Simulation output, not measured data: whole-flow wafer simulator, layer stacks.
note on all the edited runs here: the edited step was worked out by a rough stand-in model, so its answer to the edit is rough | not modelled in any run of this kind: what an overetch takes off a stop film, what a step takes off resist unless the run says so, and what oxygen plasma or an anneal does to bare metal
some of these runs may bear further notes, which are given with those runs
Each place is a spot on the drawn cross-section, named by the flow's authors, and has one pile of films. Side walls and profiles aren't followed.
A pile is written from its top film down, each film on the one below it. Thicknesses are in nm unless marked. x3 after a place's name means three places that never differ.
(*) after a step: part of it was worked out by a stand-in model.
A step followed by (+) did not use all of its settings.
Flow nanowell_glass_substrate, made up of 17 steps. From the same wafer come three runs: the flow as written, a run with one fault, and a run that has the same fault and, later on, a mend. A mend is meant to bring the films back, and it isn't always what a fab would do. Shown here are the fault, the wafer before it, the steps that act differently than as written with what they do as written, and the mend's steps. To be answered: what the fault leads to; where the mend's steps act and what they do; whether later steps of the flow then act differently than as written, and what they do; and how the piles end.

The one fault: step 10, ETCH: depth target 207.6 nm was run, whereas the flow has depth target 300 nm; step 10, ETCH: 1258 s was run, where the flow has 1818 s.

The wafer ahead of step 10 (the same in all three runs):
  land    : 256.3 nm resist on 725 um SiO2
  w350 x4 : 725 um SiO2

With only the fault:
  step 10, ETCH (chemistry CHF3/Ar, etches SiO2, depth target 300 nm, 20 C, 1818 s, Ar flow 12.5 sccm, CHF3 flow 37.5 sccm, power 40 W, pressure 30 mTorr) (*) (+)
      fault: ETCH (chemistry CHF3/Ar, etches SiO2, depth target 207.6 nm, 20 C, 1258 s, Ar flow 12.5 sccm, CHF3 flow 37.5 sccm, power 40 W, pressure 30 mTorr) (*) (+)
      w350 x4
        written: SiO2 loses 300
        fault: SiO2 loses 207.6
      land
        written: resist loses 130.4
        fault: resist loses 90.3
  Later steps of the flow acting differently than as written:
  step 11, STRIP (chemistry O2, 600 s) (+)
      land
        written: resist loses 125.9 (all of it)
        fault: resist loses 166.1 (all of it)
  At the end the piles are close to the flow's at the places that both follow, differing by at most 2% or 0.5 nm, whichever is larger.

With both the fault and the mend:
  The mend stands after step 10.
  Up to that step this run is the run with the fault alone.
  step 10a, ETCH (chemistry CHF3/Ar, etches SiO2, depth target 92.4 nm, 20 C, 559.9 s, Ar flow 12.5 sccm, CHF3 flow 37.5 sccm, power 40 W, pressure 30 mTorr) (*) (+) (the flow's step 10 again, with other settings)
      w350 x4
        SiO2 loses 92.4
      land
        resist loses 40.2
  None of the later steps of the flow acts differently than as written at any place that is followed.
  By the end, the piles equal the flow's at every place that both follow.
